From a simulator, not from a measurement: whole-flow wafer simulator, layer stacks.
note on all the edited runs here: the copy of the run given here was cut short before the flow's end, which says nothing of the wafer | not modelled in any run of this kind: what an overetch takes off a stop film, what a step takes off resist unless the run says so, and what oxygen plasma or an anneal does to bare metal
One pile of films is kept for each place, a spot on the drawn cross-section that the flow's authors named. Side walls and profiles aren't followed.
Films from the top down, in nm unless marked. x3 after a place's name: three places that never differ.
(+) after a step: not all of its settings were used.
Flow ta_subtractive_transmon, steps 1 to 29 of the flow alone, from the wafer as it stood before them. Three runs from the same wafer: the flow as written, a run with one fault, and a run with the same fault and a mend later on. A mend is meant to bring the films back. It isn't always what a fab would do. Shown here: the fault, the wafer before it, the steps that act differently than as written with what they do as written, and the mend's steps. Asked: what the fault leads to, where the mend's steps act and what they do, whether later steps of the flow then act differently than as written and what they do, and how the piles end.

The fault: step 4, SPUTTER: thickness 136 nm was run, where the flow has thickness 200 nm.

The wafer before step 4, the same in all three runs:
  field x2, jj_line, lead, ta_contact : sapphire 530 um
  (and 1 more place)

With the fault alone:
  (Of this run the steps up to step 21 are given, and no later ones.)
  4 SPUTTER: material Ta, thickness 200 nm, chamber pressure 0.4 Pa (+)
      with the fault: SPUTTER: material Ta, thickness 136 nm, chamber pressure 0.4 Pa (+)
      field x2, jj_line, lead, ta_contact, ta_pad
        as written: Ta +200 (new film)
        with the fault: Ta +136 (new film)
  Later steps of the flow that act differently than as written:
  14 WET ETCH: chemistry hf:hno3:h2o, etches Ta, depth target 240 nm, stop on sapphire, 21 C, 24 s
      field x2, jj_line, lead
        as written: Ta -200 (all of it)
        with the fault: Ta -136 (all of it)
  After step 21 the piles differ from the flow's by more than 2% or 0.5 nm, whichever is larger, at ta_contact, ta_pad.
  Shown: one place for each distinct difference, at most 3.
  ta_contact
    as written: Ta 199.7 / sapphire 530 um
    with the fault: Ta 135.7 / sapphire 530 um

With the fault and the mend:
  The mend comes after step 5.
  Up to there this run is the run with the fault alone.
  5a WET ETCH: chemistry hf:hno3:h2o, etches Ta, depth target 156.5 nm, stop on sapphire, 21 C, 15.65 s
      field x2, jj_line, lead, ta_contact, ta_pad
        Ta -136 (all of it)
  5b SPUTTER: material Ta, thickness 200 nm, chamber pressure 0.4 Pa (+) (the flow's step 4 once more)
      field x2, jj_line, lead, ta_contact, ta_pad
        Ta +200 (new film)
  No later step of the flow acts differently than as written at any place that is followed.
  At the end the piles are the same as the flow's at every place that both follow.
